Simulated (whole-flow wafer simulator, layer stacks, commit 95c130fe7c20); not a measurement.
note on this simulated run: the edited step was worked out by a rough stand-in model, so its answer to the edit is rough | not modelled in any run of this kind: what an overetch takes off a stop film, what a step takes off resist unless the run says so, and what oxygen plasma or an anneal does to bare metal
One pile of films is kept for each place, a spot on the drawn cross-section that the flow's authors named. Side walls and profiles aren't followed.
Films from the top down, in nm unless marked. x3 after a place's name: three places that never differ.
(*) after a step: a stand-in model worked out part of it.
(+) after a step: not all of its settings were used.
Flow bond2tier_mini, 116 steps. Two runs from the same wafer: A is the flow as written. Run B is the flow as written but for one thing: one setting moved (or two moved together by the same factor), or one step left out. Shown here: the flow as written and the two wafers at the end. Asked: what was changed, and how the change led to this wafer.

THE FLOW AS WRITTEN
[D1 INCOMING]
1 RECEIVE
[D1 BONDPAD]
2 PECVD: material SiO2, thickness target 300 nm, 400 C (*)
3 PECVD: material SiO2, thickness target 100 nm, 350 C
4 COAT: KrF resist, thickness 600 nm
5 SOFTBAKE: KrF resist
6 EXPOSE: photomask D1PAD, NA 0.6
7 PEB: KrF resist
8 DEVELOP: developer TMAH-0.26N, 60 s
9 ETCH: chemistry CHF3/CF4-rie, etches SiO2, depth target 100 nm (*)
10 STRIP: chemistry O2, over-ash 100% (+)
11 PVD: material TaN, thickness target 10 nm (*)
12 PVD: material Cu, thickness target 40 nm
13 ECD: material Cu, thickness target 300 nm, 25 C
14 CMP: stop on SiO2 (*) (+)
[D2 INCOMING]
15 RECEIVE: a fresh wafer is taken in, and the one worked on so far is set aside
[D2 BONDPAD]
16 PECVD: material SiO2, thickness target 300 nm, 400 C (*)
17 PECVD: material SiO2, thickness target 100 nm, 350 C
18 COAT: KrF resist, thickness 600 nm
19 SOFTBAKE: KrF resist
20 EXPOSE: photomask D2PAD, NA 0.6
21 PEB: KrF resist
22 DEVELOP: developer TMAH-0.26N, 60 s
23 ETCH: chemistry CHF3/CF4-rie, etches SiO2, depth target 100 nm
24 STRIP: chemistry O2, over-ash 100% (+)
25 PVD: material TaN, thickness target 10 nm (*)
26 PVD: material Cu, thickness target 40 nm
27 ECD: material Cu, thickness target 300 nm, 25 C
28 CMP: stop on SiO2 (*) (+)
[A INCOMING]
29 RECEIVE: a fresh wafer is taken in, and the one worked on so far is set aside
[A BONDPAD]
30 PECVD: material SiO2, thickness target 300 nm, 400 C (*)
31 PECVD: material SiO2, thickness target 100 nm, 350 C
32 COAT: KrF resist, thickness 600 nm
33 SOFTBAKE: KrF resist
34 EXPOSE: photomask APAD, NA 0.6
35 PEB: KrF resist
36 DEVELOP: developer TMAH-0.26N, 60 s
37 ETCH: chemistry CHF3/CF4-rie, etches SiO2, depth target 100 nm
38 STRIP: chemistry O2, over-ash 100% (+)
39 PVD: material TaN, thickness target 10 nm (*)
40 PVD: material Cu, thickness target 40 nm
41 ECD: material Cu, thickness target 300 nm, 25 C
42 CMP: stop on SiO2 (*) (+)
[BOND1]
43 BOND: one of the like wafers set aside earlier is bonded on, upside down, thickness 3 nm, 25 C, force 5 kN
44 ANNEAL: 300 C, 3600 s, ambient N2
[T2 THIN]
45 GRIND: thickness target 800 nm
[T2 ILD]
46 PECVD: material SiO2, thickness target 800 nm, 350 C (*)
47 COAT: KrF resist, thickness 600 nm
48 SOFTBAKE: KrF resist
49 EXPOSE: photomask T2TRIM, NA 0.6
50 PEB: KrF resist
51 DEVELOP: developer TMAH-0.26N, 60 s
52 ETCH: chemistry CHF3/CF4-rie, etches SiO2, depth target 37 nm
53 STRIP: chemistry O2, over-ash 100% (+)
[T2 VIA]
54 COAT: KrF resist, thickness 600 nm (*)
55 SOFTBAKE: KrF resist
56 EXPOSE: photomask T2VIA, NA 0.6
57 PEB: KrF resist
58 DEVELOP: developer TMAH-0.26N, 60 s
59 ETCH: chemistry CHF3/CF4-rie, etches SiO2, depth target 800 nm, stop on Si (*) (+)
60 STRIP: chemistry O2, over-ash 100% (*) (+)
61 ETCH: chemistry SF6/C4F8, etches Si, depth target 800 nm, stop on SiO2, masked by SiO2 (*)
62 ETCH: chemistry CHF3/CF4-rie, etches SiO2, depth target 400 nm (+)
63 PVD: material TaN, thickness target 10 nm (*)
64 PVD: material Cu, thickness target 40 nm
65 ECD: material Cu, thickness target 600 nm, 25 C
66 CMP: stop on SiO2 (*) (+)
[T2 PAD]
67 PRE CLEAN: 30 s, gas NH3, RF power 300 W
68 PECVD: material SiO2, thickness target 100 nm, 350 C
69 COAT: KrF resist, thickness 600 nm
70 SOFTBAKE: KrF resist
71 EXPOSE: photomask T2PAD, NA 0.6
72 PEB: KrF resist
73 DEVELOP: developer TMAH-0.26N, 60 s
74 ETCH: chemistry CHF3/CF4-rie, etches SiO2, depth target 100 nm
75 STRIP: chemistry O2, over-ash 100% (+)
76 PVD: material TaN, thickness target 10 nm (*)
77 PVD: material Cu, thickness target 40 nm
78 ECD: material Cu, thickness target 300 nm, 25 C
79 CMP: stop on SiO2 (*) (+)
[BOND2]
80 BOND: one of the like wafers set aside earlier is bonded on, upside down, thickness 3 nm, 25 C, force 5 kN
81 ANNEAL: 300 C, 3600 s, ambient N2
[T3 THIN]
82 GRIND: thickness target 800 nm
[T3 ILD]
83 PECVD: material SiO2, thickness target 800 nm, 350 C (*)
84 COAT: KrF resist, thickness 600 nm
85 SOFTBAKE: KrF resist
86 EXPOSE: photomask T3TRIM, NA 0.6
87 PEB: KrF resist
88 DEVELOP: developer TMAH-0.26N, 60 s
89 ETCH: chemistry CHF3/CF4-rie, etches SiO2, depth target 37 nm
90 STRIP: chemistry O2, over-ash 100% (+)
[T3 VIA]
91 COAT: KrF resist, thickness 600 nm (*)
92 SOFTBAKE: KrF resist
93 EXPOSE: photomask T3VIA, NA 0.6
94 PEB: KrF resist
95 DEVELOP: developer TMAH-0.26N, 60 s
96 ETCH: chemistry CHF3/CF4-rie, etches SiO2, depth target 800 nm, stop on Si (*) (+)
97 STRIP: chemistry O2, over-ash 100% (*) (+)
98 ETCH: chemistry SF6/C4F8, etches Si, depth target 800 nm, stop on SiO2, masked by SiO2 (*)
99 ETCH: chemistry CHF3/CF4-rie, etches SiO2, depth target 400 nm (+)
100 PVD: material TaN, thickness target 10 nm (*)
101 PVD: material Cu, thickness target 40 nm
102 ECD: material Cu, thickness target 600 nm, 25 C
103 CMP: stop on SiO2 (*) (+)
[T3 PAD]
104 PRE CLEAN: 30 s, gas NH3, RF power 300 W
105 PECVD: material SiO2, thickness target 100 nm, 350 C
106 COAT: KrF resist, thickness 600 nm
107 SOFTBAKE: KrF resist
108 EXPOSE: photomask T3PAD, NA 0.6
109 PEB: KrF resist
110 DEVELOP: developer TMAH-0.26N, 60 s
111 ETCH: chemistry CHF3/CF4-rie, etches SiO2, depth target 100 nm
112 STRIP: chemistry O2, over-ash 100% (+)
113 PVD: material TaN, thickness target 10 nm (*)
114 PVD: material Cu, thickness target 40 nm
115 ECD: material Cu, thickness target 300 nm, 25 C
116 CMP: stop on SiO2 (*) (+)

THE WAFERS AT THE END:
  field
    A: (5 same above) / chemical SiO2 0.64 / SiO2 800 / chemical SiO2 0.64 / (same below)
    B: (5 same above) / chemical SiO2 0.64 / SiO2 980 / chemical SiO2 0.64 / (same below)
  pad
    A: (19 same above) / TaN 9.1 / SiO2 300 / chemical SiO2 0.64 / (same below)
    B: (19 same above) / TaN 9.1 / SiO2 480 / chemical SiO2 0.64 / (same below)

The cause: step 30, PECVD: thickness target 480 nm was run, where the flow has thickness target 300 nm.
It can be read off the wafer: pad has SiO2 480, and step 30 as written asks for 300 nm.

How the change led to this, step by step:
  30 PECVD: material SiO2, thickness target 300 nm, 400 C (*)
      field, pad, via: A SiO2 +300 (new film) | B SiO2 +480 (new film)
